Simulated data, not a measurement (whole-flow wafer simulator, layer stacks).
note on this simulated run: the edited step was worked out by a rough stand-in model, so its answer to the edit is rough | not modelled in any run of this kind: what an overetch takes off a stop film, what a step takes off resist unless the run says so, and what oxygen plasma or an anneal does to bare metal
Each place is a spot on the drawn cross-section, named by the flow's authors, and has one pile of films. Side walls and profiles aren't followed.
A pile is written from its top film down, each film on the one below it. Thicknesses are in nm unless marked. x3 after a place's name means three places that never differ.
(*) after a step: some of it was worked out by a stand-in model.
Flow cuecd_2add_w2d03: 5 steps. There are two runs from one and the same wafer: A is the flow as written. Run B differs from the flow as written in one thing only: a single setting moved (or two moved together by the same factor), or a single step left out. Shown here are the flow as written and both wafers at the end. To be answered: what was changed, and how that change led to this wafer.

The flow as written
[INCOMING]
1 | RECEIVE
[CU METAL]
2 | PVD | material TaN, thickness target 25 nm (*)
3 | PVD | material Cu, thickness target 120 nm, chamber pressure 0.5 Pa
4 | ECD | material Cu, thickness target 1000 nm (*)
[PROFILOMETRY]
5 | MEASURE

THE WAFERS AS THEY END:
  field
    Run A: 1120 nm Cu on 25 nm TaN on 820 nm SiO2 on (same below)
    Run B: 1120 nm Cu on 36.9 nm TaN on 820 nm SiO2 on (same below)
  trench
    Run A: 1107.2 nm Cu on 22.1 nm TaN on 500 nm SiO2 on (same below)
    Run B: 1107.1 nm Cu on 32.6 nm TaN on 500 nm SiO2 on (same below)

What caused this: step 2, PVD: thickness target 36.9 nm was run, though the flow has thickness target 25 nm.
One can read it off the wafer: field has TaN 36.9, and step 2 as written asks for 25 nm.

Step by step, how the change led to this:
  2 | PVD | material TaN, thickness target 25 nm (*)
      field: A +25 TaN (new film) | B +36.9 TaN (new film)
      trench: A +22.1 TaN (new film) | B +32.6 TaN (new film)
